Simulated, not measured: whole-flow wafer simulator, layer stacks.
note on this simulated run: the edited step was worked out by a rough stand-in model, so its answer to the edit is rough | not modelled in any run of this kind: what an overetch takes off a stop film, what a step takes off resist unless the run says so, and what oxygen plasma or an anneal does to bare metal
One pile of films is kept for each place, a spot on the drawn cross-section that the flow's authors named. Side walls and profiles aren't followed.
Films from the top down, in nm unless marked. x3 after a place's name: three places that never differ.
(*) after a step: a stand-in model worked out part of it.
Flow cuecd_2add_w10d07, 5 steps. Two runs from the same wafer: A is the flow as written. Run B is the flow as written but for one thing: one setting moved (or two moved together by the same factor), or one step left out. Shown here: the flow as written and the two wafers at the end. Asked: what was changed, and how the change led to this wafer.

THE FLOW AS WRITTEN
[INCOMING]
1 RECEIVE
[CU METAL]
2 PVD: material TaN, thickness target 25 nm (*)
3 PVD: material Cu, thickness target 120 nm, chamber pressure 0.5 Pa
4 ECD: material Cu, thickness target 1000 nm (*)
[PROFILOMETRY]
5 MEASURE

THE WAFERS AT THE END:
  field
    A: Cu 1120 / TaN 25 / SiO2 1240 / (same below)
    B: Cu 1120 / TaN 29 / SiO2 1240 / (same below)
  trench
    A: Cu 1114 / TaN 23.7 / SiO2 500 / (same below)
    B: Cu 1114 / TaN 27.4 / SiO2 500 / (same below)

The cause: step 2, PVD: thickness target 29 nm was run, where the flow has thickness target 25 nm.
It can be read off the wafer: field has TaN 29, and step 2 as written asks for 25 nm.

How the change led to this, step by step:
  2 PVD: material TaN, thickness target 25 nm (*)
      field: A TaN +25 (new film) | B TaN +29 (new film)
      trench: A TaN +23.7 (new film) | B TaN +27.4 (new film)
